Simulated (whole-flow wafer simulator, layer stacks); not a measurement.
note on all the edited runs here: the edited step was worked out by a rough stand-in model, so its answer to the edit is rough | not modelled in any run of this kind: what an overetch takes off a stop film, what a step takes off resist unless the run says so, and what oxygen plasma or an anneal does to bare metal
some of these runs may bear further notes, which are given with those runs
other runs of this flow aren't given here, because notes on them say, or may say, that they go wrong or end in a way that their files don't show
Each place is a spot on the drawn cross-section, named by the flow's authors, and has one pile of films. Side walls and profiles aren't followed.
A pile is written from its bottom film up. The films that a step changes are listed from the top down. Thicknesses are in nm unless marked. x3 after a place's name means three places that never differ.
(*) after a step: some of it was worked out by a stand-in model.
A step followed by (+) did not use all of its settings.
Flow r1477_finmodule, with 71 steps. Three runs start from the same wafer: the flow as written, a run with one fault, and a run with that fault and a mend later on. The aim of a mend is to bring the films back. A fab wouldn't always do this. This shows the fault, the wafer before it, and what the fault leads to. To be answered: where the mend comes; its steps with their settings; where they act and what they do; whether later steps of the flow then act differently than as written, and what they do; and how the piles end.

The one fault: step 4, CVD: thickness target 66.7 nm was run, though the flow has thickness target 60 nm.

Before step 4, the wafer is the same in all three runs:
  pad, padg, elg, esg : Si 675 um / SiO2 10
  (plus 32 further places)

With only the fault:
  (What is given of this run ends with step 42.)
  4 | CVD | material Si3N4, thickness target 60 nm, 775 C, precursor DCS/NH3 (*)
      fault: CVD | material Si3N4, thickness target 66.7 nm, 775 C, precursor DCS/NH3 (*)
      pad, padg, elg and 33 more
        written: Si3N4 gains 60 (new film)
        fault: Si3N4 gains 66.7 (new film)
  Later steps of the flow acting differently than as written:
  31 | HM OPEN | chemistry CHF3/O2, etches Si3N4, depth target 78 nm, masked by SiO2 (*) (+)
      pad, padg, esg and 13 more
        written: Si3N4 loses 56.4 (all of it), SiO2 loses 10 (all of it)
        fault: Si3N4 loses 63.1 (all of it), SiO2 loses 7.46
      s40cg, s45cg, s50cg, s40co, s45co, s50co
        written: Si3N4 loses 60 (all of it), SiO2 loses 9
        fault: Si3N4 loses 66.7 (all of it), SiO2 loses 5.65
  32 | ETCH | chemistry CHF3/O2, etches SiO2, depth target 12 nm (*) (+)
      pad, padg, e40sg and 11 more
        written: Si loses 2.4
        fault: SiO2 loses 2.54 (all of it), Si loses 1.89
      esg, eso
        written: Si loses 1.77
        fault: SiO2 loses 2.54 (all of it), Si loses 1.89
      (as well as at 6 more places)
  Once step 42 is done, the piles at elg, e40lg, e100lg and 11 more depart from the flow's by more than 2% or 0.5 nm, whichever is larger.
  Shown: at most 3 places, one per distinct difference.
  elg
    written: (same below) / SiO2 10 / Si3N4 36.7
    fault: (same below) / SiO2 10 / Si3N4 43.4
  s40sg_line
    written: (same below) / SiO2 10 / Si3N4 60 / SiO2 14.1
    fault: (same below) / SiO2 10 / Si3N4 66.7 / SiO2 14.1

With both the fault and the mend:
  The mend follows step 5.
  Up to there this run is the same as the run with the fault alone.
  5a | ETCH | chemistry h3po4, depth target 6.7 nm
      pad, padg, elg and 33 more
        Si3N4 loses 6.7
  Every later step of the flow that is run acts as written at every place that is followed.
  By the end, the piles equal the flow's at every place that both follow.
